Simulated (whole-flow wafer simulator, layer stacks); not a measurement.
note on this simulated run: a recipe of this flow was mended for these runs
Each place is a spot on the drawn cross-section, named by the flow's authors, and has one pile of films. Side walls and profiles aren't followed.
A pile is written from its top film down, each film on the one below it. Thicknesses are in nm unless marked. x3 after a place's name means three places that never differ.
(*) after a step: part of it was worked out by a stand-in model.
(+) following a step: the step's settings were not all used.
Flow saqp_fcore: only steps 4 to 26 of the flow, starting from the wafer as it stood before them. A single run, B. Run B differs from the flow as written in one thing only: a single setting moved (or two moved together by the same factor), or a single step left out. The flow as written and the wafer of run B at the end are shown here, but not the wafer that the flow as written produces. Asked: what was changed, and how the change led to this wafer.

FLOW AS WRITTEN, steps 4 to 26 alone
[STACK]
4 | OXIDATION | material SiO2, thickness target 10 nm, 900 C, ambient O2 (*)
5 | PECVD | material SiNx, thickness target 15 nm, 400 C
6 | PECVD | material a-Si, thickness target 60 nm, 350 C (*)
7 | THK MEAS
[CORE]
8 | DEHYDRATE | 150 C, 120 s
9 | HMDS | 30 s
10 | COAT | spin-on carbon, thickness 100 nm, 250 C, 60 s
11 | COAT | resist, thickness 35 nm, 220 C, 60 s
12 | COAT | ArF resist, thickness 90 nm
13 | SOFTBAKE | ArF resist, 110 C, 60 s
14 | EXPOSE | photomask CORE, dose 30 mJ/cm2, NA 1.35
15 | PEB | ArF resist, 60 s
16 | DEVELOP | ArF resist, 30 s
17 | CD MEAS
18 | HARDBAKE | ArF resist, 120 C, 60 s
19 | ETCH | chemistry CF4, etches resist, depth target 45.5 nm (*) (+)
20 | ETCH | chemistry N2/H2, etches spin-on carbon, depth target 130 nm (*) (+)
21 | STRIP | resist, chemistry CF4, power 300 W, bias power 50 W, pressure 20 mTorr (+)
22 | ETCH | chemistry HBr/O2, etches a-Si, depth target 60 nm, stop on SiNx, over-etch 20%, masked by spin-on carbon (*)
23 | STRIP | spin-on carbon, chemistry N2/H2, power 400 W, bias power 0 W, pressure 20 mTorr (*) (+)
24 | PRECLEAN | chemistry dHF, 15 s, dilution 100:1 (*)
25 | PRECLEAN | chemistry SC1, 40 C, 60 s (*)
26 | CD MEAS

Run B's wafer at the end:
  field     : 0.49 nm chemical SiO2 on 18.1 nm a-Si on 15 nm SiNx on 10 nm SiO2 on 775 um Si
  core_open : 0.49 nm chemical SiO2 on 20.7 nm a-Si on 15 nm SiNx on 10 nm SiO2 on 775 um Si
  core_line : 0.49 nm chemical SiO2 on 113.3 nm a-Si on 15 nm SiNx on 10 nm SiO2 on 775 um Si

Cause: step 6, PECVD: thickness target 114 nm was run, while the flow as written has thickness target 60 nm.

The path from the change to this, step by step:
  6 | PECVD | material a-Si, thickness target 60 nm, 350 C (*)
      field, core_open, core_line: +114 a-Si (new film) (as written it would have been: +60 a-Si (new film))
  22 | ETCH | chemistry HBr/O2, etches a-Si, depth target 60 nm, stop on SiNx, over-etch 20%, masked by spin-on carbon (*)
      field: -72 a-Si (as written it would have been: -36.8 a-Si (all of it), -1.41 SiNx)
      core_open: -72 a-Si (as written it would have been: -39.4 a-Si (all of it), -1.3 SiNx)
      (as well as at 1 more place)
  23 | STRIP | spin-on carbon, chemistry N2/H2, power 400 W, bias power 0 W, pressure 20 mTorr (*) (+)
      core_line: -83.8 spin-on carbon (all of it) (as written it would have been: -88.8 spin-on carbon (all of it))
  24 | PRECLEAN | chemistry dHF, 15 s, dilution 100:1 (*)
      field, core_open: nothing (as written it would have been: -1.31 SiNx)
  25 | PRECLEAN | chemistry SC1, 40 C, 60 s (*)
      field, core_open: +0.49 chemical SiO2 (new film), -0.7 a-Si (as written it would have been: nothing)
